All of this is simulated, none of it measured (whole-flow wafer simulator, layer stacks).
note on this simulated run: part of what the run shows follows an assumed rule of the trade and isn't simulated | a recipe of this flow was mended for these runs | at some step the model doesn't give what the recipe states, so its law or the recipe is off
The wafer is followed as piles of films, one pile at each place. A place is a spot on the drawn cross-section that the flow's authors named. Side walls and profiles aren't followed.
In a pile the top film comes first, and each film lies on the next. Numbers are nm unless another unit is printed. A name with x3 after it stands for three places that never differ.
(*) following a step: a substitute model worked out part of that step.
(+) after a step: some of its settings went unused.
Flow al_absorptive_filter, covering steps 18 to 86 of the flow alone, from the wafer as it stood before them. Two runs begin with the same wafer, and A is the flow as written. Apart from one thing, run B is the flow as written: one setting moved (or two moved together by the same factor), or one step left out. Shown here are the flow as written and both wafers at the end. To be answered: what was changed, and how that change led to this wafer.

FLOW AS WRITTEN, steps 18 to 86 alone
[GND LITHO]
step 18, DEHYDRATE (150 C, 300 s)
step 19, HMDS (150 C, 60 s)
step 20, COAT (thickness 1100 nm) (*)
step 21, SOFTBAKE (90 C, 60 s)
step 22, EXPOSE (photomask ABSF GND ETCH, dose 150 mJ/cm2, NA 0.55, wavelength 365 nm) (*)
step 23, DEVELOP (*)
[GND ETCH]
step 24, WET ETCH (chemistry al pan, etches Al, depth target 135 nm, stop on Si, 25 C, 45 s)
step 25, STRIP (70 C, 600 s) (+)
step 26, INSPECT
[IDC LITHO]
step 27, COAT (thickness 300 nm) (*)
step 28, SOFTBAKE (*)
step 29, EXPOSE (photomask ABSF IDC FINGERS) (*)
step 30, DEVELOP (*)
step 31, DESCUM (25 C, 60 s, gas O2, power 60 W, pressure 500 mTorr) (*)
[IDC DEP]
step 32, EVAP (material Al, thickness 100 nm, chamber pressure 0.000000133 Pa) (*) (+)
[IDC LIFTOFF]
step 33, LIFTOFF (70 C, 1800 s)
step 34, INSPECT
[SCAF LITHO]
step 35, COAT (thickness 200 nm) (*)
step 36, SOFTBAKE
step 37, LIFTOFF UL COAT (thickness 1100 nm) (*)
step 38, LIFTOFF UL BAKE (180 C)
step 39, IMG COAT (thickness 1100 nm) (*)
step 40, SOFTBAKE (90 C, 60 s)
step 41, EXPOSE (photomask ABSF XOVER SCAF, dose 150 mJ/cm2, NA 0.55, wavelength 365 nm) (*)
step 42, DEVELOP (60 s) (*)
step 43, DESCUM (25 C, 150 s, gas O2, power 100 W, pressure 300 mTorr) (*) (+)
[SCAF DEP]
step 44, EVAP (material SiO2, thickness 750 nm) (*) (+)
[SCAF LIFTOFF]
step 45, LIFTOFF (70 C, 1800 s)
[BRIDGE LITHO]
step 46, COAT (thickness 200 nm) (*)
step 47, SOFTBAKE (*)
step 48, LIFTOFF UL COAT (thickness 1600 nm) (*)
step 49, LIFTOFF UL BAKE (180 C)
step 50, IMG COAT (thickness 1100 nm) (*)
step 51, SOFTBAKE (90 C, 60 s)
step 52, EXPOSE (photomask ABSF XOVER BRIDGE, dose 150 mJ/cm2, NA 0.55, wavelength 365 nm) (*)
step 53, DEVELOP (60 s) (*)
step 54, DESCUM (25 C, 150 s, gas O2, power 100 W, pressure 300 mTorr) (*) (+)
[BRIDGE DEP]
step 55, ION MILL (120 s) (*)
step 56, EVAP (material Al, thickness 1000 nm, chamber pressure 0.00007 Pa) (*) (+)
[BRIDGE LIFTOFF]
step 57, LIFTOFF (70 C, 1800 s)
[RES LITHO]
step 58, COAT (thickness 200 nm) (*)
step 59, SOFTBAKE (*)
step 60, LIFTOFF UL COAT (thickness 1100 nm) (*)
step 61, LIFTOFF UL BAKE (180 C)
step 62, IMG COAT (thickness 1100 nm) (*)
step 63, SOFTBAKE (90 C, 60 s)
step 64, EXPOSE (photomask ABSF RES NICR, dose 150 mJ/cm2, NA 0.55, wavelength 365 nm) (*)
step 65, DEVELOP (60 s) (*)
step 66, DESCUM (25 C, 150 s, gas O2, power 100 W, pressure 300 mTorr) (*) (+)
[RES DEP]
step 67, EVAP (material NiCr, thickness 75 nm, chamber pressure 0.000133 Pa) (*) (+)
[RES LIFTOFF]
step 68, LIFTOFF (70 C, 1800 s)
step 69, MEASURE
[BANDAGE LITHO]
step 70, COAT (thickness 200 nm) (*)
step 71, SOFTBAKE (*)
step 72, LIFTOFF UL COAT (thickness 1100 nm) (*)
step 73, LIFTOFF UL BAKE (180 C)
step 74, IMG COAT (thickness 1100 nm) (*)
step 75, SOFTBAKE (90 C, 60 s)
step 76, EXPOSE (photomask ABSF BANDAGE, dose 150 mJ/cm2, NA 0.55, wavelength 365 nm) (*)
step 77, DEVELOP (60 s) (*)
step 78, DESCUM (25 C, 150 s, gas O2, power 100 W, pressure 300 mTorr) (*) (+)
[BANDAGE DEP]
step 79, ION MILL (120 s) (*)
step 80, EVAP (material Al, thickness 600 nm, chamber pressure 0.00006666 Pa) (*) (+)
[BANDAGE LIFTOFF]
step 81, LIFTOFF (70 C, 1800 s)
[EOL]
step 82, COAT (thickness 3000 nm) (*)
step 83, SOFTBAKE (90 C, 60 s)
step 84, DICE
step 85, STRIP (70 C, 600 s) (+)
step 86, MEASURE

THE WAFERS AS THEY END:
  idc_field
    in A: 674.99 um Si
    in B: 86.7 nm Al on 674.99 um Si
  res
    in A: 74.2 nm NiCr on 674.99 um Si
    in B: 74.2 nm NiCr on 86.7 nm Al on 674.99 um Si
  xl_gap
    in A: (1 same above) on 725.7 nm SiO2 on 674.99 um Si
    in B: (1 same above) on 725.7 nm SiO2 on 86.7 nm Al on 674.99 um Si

The reason: step 24, WET ETCH: chemistry al pan, etches Al, depth target 135 nm, stop on Si, 25 C, 45 s, was skipped.

Step by step, how the change led to this:
  step 27, COAT (thickness 300 nm) (*)
      pad_near: A +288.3 e-beam-resist (new film) | B +295.1 e-beam-resist (new film)
      ledge: A +274.4 e-beam-resist (new film) | B +299.9 e-beam-resist (new film)
      (also at 3 further places)
  step 31, DESCUM (25 C, 60 s, gas O2, power 60 W, pressure 500 mTorr) (*)
      idc_line: A +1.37 chemical SiO2 (new film), -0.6 Si | B nothing
  step 32, EVAP (material Al, thickness 100 nm, chamber pressure 0.000000133 Pa) (*) (+)
      idc_line: A +100 Al (new film) | B +100 Al
  step 33, LIFTOFF (70 C, 1800 s)
      pad_near: A -100 Al (all of it), -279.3 e-beam-resist (all of it) | B -100 Al (all of it), -286.1 e-beam-resist (all of it)
      ledge: A -100 Al (all of it), -265.3 e-beam-resist (all of it) | B -100 Al (all of it), -290.9 e-beam-resist (all of it)
      (also at 3 further places)
  step 35, COAT (thickness 200 nm) (*)
      ledge: A +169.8 acrylic-e-beam-resist (new film) | B +199.3 acrylic-e-beam-resist (new film)
      res: A +231.4 acrylic-e-beam-resist (new film) | B +205.2 acrylic-e-beam-resist (new film)
      (also at 2 further places)
  step 37, LIFTOFF UL COAT (thickness 1100 nm) (*)
      res: A +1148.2 lift-off-underlayer (new film) | B +1107.9 lift-off-underlayer (new film)
  step 43, DESCUM (25 C, 150 s, gas O2, power 100 W, pressure 300 mTorr) (*) (+)
      gnd, pad_far, pad_near and 7 more: A -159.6 i-line-resist | B -125.4 i-line-resist
      xl_gap: A -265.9 acrylic-e-beam-resist (all of it) | B -209 acrylic-e-beam-resist (all of it)
      (also at 1 further place)
  step 45, LIFTOFF (70 C, 1800 s)
      gnd, xa_field, xl_land, idc_field: A -750 SiO2 (all of it), -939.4 i-line-resist (all of it), -1100 lift-off-underlayer (all of it), -200 acrylic-e-beam-resist (all of it) | B -750 SiO2 (all of it), -973.5 i-line-resist (all of it), -1100 lift-off-underlayer (all of it), -200 acrylic-e-beam-resist (all of it)
      pad_far: A -750 SiO2 (all of it), -937 i-line-resist (all of it), -1092.7 lift-off-underlayer (all of it), -198.5 acrylic-e-beam-resist (all of it) | B -750 SiO2 (all of it), -971.1 i-line-resist (all of it), -1095.6 lift-off-underlayer (all of it), -198.6 acrylic-e-beam-resist (all of it)
      (also at 5 further places)
  step 46, COAT (thickness 200 nm) (*)
      ledge: A +169.8 acrylic-e-beam-resist (new film) | B +199.3 acrylic-e-beam-resist (new film)
      res: A +231.4 acrylic-e-beam-resist (new film) | B +205.2 acrylic-e-beam-resist (new film)
      (also at 2 further places)
  step 48, LIFTOFF UL COAT (thickness 1600 nm) (*)
      res: A +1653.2 lift-off-underlayer (new film) | B +1608.7 lift-off-underlayer (new film)
      xl_gap: A +1316.9 lift-off-underlayer (new film) | B +1266.8 lift-off-underlayer (new film)
  step 53, DEVELOP (60 s) (*)
      xl_gap: A -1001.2 i-line-resist (all of it), -1316.9 lift-off-underlayer (all of it) | B -994.3 i-line-resist (all of it), -1266.8 lift-off-underlayer (all of it)
  step 54, DESCUM (25 C, 150 s, gas O2, power 100 W, pressure 300 mTorr) (*) (+)
      xl_gap: A -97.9 acrylic-e-beam-resist (all of it) | B -78.3 acrylic-e-beam-resist (all of it)
      xl_turn: A -141.8 acrylic-e-beam-resist (all of it) | B -157.3 acrylic-e-beam-resist (all of it)
  step 57, LIFTOFF (70 C, 1800 s)
      ledge: A -1000 Al (all of it), -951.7 i-line-resist (all of it), -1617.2 lift-off-underlayer (all of it), -169.8 acrylic-e-beam-resist (all of it) | B -1000 Al (all of it), -941.9 i-line-resist (all of it), -1602.5 lift-off-underlayer (all of it), -199.3 acrylic-e-beam-resist (all of it)
      res: A -1000 Al (all of it), -954.3 i-line-resist (all of it), -1653.2 lift-off-underlayer (all of it), -231.4 acrylic-e-beam-resist (all of it) | B -1000 Al (all of it), -943 i-line-resist (all of it), -1608.7 lift-off-underlayer (all of it), -205.2 acrylic-e-beam-resist (all of it)
  step 58, COAT (thickness 200 nm) (*)
      ledge: A +169.8 acrylic-e-beam-resist (new film) | B +199.3 acrylic-e-beam-resist (new film)
      res: A +231.4 acrylic-e-beam-resist (new film) | B +205.2 acrylic-e-beam-resist (new film)
      (also at 2 further places)
  step 60, LIFTOFF UL COAT (thickness 1100 nm) (*)
      res: A +1148.2 lift-off-underlayer (new film) | B +1107.9 lift-off-underlayer (new film)
      xl_gap: A +831.4 lift-off-underlayer (new film) | B +779.7 lift-off-underlayer (new film)
  step 65, DEVELOP (60 s) (*)
      res: A -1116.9 i-line-resist (all of it), -1148.2 lift-off-underlayer (all of it) | B -1102.4 i-line-resist (all of it), -1107.9 lift-off-underlayer (all of it)
  ... another 7 steps ...
  step 85, STRIP (70 C, 600 s) (+)
      res: A -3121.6 i-line-resist (all of it) | B -3040.4 i-line-resist (all of it)
      xl_gap: A -2427.9 i-line-resist (all of it) | B -2347.3 i-line-resist (all of it)
Taking metal films that touch as one body, idc_field has 1 body; the flow as written gives 0 bodies.
Taking metal films that touch as one body, res has 1 body; the flow as written gives 0 bodies.
Taking metal films that touch as one body, xl_gap has 2 bodies (between them, from the top down: SiO2 725.7); the flow as written gives 1 body.
